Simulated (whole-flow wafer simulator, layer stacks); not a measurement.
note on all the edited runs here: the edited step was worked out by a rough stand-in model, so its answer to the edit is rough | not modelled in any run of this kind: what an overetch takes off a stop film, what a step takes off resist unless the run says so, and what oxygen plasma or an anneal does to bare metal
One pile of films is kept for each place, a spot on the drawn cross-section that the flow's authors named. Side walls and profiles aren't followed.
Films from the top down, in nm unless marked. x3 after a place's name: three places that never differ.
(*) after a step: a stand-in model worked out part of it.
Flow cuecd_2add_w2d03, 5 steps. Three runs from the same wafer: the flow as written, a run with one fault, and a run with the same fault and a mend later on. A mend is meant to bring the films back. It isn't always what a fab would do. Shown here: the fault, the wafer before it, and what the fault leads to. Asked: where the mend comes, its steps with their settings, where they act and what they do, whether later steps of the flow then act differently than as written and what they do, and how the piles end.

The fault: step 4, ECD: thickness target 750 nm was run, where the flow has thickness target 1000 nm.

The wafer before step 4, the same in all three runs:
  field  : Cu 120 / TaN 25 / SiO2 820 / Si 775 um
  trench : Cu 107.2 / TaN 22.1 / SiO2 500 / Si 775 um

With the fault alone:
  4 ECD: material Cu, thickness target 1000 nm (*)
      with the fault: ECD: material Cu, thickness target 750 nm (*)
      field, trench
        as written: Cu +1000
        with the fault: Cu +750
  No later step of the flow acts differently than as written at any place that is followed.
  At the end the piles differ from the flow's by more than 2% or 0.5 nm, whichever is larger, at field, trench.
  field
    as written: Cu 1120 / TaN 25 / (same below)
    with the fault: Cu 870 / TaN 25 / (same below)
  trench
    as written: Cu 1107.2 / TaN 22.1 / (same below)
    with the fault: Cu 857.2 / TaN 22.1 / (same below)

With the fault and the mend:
  The mend comes after step 5.
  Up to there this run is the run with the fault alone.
  5a ECD: material Cu, thickness target 250 nm (*) (the flow's step 4 once more, with other settings)
      field, trench
        Cu +250
  No later step of the flow acts differently than as written at any place that is followed.
  At the end the piles are the same as the flow's at every place that both follow.
